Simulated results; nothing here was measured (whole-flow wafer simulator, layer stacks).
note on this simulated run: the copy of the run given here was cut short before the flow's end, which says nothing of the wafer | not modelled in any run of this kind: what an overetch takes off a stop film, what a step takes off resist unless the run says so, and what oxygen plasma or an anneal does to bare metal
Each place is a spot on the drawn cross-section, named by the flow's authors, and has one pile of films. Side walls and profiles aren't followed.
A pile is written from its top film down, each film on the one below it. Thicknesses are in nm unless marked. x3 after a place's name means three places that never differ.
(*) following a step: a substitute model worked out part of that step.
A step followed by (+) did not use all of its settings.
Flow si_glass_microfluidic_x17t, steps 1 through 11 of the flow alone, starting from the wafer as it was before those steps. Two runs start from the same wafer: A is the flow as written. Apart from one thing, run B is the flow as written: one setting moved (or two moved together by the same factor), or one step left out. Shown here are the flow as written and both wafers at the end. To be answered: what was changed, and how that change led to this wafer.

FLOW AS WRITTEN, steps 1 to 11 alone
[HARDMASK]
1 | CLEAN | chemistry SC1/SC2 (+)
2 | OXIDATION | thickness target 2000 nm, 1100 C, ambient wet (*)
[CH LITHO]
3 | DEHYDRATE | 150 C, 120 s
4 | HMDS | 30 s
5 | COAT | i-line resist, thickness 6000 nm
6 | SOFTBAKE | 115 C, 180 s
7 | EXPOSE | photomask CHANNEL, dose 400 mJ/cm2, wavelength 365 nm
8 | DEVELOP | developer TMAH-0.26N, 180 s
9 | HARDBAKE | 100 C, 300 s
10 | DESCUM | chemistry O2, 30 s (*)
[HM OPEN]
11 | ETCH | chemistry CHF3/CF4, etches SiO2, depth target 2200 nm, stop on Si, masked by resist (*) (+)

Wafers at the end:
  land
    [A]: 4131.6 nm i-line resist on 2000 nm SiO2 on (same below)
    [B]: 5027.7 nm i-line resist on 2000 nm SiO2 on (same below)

What caused this: step 5, COAT: thickness 6900 nm was run, whereas the flow has thickness 6000 nm.

The path from the change to this, step by step:
  5 | COAT | i-line resist, thickness 6000 nm
      land, tr110 x3: A i-line resist gains 6000 (new film) | B i-line resist gains 6900 (new film)
  8 | DEVELOP | developer TMAH-0.26N, 180 s
      tr110 x3: A i-line resist loses 6000 (all of it) | B i-line resist loses 6900 (all of it)
  9 | HARDBAKE | 100 C, 300 s
      land: A i-line resist loses 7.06 | B i-line resist loses 10.9
